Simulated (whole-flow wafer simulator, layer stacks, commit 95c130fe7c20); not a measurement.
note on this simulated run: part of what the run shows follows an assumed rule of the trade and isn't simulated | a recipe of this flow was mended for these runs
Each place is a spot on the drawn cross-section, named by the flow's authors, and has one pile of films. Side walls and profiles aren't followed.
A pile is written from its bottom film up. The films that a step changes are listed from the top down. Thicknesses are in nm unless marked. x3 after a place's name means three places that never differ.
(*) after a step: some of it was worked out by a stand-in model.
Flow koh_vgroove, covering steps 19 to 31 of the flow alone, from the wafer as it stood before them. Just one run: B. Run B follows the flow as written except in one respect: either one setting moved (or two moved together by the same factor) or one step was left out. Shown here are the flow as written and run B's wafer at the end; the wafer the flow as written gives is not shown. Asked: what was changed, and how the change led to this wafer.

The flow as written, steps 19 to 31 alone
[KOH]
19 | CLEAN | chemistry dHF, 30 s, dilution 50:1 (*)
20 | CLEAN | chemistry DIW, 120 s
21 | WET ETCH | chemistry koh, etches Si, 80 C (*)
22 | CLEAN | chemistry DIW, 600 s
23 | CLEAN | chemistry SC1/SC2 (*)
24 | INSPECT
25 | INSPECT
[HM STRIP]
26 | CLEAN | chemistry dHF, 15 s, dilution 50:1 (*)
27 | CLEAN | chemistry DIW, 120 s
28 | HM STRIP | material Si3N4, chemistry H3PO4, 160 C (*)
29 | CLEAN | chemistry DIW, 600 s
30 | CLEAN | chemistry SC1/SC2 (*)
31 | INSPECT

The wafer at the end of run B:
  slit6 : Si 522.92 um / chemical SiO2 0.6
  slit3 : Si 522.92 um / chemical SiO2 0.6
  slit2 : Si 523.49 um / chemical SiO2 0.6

The reason: step 21, WET ETCH: 69.3 C was run, while the flow as written has 80 C.

The path from the change to this, step by step:
  21 | WET ETCH | chemistry koh, etches Si, 80 C (*)
      slit6, slit20: -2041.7 Si (as written it would have been: -3727.8 Si)
      slit3: -2041.7 Si (as written it would have been: -2222.2 Si)
      (also at 1 further place)
